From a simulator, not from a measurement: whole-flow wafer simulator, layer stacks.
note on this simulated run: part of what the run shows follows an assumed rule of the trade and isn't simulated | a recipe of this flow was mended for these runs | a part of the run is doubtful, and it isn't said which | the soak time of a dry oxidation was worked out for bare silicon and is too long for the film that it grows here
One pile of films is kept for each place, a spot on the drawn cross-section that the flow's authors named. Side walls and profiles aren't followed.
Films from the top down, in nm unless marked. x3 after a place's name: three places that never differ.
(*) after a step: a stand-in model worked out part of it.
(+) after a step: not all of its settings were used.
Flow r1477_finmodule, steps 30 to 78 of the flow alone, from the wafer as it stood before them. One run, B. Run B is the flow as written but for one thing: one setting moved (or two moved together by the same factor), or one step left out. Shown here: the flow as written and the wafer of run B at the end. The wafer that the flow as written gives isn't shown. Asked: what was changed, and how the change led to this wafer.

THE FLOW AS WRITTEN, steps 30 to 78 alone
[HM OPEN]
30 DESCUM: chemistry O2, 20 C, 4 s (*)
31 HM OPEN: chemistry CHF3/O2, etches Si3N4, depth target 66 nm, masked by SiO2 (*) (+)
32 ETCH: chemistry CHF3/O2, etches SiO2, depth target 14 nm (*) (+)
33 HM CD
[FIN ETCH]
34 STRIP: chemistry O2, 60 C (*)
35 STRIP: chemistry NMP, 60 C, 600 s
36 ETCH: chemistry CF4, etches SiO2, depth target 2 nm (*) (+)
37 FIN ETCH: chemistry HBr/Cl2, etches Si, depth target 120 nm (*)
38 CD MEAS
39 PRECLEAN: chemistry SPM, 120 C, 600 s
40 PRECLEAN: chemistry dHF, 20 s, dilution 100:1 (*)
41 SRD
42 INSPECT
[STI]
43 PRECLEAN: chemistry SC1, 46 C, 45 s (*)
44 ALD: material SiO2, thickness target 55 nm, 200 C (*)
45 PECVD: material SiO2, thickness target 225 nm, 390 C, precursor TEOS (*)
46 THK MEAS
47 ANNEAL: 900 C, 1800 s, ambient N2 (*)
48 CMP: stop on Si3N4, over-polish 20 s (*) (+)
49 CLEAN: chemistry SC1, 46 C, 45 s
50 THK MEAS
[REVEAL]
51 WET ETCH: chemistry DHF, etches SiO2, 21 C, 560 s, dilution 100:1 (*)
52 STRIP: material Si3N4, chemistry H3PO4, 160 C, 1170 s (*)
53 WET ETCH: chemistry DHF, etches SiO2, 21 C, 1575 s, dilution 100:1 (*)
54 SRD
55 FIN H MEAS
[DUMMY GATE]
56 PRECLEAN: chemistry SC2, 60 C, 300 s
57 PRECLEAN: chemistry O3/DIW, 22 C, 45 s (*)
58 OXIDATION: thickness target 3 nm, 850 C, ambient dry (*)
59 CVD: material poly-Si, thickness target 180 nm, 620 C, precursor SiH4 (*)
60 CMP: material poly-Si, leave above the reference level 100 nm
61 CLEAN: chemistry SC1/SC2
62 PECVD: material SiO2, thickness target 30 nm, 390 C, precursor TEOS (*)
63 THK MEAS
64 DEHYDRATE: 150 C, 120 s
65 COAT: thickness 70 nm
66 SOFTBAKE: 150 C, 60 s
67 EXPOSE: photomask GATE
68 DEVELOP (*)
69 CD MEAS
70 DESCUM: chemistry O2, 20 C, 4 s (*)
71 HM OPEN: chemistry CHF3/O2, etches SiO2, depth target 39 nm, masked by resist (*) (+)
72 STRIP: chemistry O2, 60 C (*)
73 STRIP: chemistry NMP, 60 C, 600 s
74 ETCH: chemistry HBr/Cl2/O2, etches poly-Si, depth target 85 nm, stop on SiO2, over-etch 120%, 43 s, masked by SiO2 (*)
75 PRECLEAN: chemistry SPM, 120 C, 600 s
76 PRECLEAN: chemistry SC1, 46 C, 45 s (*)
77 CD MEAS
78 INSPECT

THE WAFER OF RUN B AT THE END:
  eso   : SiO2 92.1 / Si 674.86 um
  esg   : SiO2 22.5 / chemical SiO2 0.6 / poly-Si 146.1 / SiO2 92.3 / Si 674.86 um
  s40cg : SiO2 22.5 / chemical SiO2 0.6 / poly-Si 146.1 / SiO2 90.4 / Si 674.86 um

The cause: step 31, HM OPEN: depth target 99.4 nm was run, where the flow has depth target 66 nm.

How the change led to this, step by step:
  31 HM OPEN: chemistry CHF3/O2, etches Si3N4, depth target 66 nm, masked by SiO2 (*) (+)
      pad, padg, esg and 13 more: Si3N4 -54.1 (all of it), SiO2 -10 (all of it), Si -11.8 (as written it would be: Si3N4 -54.1 (all of it), SiO2 -5.95)
      s40cg, s45cg, s50cg, s40co, s45co, s50co: Si3N4 -60 (all of it), SiO2 -10 (all of it), Si -9.8 (as written it would be: Si3N4 -60 (all of it), SiO2 -3)
      (and at 14 more places)
  32 ETCH: chemistry CHF3/O2, etches SiO2, depth target 14 nm (*) (+)
      pad, padg: Si -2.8 (as written it would be: SiO2 -4.05 (all of it), Si -1.99)
      esg, eso: Si -2.4 (as written it would be: SiO2 -4.05 (all of it), Si -1.99)
      (and at 18 more places)
  34 STRIP: chemistry O2, 60 C (*)
      elg x4, elo x4: e-beam-resist -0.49 (all of it) (as written it would be: e-beam-resist -33.9 (all of it))
  44 ALD: material SiO2, thickness target 55 nm, 200 C (*)
      s40cg, s45cg, s40co, s45co: SiO2 +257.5 (new film) (as written it would be: SiO2 +263.2 (new film))
      esg, eso: SiO2 +235.6 (new film) (as written it would be: SiO2 +223.2 (new film))
      (and at 8 more places)
  48 CMP: stop on Si3N4, over-polish 20 s (*) (+)
      s40cg, s40sg, s45cg and 9 more: SiO2 -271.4 (as written it would be: SiO2 -288.1)
      s40sg_line x3, s40so_line x3: SiO2 -270.3 (all of it), Si3N4 -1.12 (as written it would be: SiO2 -287 (all of it), Si3N4 -1.12)
      (and at 2 more places)
